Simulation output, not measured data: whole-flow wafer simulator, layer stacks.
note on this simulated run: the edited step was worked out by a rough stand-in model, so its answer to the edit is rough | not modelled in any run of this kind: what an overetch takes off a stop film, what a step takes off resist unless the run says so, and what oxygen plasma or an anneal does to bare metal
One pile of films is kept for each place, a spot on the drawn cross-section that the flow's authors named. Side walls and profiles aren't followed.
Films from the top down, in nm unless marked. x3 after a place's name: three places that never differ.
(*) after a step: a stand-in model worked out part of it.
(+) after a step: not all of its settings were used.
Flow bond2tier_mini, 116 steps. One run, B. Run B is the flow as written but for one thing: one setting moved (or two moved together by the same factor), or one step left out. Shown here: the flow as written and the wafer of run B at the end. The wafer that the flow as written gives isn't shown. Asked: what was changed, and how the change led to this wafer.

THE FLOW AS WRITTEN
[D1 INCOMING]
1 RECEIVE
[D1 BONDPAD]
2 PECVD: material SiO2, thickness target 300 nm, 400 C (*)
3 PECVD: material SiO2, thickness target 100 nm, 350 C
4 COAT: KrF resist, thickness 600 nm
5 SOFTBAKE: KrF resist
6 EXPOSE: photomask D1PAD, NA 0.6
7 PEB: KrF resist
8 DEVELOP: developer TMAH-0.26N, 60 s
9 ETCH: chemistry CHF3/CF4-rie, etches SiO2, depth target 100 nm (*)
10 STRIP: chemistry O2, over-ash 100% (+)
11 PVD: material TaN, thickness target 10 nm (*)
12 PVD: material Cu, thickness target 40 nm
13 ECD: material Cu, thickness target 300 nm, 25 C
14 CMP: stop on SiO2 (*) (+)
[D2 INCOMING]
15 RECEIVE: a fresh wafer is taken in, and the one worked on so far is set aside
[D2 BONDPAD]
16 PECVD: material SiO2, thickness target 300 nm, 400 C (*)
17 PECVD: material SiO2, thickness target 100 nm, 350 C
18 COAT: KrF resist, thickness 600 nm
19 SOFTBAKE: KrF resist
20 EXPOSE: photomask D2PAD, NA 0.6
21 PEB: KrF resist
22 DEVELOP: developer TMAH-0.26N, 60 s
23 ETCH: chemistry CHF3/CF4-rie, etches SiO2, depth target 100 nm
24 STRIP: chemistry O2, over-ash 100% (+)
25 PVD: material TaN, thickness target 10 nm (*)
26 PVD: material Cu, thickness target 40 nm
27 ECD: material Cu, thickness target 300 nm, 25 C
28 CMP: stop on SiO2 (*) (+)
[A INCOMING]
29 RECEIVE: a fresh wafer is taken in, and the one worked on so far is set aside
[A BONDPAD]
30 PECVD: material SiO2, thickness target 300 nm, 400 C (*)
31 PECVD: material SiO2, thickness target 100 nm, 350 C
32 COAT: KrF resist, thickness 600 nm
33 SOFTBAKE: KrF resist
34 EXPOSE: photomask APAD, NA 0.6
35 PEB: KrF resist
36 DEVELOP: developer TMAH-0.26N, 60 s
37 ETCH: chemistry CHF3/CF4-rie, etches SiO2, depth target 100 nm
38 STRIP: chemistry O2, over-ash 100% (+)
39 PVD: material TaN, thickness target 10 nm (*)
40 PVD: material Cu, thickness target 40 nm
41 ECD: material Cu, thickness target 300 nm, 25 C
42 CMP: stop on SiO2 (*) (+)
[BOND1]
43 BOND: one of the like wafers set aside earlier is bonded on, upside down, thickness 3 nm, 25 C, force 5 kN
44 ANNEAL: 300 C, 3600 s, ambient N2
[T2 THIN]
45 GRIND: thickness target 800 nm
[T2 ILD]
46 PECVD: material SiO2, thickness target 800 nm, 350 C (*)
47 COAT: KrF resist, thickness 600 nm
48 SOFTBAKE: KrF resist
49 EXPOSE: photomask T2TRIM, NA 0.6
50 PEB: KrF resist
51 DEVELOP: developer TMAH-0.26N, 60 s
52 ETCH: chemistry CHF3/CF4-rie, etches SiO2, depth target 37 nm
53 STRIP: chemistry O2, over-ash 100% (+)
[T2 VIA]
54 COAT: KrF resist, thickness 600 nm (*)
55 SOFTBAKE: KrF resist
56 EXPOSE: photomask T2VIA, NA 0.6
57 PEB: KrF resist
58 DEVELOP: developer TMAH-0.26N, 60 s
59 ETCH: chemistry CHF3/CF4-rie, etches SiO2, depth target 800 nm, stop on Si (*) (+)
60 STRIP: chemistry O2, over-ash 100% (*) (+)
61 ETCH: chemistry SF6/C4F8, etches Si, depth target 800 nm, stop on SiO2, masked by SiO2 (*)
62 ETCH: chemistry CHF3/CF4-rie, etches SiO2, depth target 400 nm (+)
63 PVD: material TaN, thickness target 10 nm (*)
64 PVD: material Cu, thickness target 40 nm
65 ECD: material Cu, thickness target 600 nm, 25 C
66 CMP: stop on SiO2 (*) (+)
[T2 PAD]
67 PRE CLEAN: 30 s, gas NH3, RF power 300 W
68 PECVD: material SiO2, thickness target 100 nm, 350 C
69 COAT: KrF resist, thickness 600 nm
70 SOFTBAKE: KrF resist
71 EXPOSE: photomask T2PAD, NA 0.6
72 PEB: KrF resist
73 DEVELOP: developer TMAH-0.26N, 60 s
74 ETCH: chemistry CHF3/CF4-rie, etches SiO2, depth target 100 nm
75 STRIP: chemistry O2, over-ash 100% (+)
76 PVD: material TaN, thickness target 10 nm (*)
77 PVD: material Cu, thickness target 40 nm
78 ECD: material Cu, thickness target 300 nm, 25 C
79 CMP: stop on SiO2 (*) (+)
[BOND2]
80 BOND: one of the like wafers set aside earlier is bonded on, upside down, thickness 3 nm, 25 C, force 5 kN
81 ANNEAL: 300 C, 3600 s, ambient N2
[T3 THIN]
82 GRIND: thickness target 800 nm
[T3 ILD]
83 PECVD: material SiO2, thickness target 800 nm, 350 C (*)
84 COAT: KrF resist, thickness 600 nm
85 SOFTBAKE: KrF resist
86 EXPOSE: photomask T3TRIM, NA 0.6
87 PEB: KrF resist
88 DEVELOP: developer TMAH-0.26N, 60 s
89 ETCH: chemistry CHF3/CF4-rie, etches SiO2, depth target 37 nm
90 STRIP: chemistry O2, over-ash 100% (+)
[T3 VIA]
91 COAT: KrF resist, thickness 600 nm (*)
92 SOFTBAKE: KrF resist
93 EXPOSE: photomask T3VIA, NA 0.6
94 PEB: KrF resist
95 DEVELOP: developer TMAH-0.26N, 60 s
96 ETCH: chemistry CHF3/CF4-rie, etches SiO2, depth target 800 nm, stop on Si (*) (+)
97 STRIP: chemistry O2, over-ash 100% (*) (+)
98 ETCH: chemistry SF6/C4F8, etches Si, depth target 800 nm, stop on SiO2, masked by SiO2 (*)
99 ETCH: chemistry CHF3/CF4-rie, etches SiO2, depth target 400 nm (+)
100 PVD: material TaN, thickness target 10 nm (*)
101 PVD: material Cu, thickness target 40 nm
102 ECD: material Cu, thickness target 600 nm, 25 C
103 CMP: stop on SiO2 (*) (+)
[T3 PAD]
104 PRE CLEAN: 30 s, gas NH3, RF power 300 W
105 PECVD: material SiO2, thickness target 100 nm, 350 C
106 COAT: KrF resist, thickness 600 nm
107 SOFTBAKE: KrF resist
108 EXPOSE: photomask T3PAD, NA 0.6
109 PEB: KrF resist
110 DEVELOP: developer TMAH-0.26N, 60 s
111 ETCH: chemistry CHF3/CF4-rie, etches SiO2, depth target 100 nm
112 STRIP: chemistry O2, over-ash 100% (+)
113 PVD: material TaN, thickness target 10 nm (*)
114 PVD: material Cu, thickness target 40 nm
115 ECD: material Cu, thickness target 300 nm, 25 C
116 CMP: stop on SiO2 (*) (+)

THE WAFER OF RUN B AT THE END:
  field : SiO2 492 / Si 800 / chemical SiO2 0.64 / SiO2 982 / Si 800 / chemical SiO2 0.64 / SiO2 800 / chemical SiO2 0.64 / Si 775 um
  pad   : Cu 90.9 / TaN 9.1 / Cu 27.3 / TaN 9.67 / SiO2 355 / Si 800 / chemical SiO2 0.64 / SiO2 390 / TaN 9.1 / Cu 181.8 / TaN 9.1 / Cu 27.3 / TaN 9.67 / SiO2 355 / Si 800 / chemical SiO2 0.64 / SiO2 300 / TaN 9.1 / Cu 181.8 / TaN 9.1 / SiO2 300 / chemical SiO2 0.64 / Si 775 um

The cause: step 16, PECVD: thickness target 390 nm was run, where the flow has thickness target 300 nm.
It can be read off the wafer: pad has SiO2 390, and step 16 as written asks for 300 nm.

How the change led to this, step by step:
  16 PECVD: material SiO2, thickness target 300 nm, 400 C (*)
      field, pad, via: SiO2 +390 (new film) (as written it would be: SiO2 +300 (new film))
  80 BOND: one of the like wafers set aside earlier is bonded on, upside down, thickness 3 nm, 25 C, force 5 kN
      field: Si +775 um (new film), chemical SiO2 +0.64 (new film), SiO2 +490 (as written it would be: Si +775 um (new film), chemical SiO2 +0.64 (new film), SiO2 +400)
      pad: Si +775 um (new film), chemical SiO2 +0.64 (new film), SiO2 +390 (new film), TaN +9.1 (new film), Cu +90.9 (as written it would be: Si +775 um (new film), chemical SiO2 +0.64 (new film), SiO2 +300 (new film), TaN +9.1 (new film), Cu +90.9)
